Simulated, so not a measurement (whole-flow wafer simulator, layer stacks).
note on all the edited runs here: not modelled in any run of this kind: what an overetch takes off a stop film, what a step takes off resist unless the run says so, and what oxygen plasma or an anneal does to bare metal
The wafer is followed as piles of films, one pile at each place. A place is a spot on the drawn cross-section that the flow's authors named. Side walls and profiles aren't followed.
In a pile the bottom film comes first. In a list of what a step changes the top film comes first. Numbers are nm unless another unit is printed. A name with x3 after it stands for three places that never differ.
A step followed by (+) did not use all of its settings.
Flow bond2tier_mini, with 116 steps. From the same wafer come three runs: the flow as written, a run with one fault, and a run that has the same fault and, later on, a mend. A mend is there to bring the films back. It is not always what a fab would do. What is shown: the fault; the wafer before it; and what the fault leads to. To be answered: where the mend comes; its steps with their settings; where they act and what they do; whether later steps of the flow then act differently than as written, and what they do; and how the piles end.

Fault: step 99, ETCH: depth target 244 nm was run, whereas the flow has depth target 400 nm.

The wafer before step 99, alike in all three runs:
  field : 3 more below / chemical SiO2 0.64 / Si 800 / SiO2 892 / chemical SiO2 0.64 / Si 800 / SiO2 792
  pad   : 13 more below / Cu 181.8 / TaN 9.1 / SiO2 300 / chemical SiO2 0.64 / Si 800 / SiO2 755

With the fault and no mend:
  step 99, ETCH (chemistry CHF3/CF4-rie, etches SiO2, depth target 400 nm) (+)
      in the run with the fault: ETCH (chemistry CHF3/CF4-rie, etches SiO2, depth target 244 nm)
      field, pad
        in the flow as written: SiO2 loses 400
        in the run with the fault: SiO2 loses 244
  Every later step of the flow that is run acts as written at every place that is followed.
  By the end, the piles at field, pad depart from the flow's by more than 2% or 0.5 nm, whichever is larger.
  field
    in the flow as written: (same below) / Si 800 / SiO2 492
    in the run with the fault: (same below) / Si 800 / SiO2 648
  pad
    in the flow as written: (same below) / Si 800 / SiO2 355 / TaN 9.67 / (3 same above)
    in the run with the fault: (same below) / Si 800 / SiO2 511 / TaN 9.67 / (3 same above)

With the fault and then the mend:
  The mend stands after step 99.
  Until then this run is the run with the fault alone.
  step 99a, ETCH (chemistry CHF3/CF4-rie, etches SiO2, depth target 156 nm) (+) (a further turn of the flow's step 99, with different settings)
      field, pad
        SiO2 loses 156
  Every later step of the flow that is run acts as written at every place that is followed.
  By the end, the piles equal the flow's at every place that both follow.
